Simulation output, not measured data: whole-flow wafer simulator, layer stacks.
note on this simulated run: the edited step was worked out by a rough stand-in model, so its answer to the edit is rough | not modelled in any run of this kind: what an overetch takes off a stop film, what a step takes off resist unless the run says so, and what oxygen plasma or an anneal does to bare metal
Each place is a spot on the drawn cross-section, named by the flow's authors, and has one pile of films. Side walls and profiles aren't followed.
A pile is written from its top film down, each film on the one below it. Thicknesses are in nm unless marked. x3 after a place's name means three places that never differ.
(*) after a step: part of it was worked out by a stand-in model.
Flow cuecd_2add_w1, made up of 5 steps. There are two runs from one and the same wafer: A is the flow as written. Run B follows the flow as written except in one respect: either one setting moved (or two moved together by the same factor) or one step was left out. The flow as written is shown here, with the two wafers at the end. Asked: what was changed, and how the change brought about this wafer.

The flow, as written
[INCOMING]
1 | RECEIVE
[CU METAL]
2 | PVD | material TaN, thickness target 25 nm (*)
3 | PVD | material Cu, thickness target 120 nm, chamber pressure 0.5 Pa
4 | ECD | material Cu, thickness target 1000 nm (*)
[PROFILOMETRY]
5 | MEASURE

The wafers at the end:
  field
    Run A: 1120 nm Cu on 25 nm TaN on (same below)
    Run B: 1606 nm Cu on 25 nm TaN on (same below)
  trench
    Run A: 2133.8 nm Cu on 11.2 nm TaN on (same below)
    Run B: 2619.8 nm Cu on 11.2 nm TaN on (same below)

What caused this: step 4, ECD: thickness target 1486 nm was run, while the flow as written has thickness target 1000 nm.

Step by step, how the change led to this:
  4 | ECD | material Cu, thickness target 1000 nm (*)
      field: A +1000 Cu | B +1486 Cu
      trench: A +2080.2 Cu | B +2566.2 Cu
